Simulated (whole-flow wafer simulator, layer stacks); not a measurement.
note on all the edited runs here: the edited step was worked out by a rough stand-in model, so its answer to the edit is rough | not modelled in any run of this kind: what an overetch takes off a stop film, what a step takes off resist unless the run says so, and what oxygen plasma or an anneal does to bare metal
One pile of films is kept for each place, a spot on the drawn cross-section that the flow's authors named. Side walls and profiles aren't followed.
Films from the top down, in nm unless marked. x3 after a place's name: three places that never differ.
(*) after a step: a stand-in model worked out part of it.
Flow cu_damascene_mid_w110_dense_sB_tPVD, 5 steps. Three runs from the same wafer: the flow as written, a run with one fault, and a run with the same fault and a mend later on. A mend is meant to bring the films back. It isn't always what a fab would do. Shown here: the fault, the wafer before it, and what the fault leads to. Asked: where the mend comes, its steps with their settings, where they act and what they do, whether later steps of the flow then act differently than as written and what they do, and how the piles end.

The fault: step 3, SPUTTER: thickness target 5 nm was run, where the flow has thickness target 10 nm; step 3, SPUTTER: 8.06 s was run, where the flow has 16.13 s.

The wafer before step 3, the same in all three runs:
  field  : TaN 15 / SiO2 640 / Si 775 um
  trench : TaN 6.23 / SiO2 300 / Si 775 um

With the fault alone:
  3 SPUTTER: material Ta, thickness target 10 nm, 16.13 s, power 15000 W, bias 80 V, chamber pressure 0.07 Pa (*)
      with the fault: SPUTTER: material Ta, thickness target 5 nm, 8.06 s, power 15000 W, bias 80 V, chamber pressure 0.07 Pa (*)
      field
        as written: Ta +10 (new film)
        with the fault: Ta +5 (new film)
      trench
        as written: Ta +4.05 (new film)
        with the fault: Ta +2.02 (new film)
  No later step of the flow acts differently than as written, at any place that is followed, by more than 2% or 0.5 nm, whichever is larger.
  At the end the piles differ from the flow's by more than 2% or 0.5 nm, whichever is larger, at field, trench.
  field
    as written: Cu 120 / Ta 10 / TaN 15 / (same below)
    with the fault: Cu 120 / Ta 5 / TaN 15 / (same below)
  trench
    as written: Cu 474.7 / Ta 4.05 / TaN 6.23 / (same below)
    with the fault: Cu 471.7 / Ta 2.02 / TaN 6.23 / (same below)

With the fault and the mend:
  The mend comes after step 3.
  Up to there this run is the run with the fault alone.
  3a SPUTTER: material Ta, thickness target 5 nm, 8.065 s, power 15000 W, bias 80 V, chamber pressure 0.07 Pa (*) (the flow's step 3 once more, with other settings)
      field
        Ta +5
      trench
        Ta +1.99
  No later step of the flow acts differently than as written, at any place that is followed, by more than 2% or 0.5 nm, whichever is larger.
  At the end the piles differ from the flow's only slightly at the places that both follow, by at most 2% or 0.5 nm, whichever is larger.
